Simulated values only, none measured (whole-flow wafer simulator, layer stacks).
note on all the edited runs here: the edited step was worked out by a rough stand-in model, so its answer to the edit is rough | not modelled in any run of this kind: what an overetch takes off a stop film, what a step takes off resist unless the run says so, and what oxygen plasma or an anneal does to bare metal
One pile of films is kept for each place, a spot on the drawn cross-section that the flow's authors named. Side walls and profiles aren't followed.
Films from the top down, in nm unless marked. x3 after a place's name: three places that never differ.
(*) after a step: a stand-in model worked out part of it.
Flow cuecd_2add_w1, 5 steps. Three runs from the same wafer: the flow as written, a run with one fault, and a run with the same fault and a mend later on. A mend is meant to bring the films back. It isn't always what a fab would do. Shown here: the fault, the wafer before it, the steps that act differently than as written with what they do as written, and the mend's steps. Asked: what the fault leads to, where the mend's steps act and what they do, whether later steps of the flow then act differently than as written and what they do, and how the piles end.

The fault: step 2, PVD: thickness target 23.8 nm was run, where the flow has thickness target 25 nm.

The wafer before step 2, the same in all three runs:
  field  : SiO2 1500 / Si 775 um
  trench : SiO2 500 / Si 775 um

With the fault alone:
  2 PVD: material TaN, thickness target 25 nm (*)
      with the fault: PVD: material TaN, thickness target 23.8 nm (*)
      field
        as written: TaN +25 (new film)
        with the fault: TaN +23.8 (new film)
  No later step of the flow acts differently than as written, at any place that is followed, by more than 2% or 0.5 nm, whichever is larger.
  At the end the piles differ from the flow's by more than 2% or 0.5 nm, whichever is larger, at field, trench.
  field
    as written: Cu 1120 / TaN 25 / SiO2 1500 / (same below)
    with the fault: Cu 1120 / TaN 23.8 / SiO2 1500 / (same below)
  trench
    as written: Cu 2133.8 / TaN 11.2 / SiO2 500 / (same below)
    with the fault: Cu 2133.1 / TaN 10.7 / SiO2 500 / (same below)

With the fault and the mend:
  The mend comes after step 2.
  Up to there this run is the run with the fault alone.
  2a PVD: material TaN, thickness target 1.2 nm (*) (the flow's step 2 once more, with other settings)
      field
        TaN +1.2
      trench
        TaN +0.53
  No later step of the flow acts differently than as written at any place that is followed.
  At the end the piles are the same as the flow's at every place that both follow.
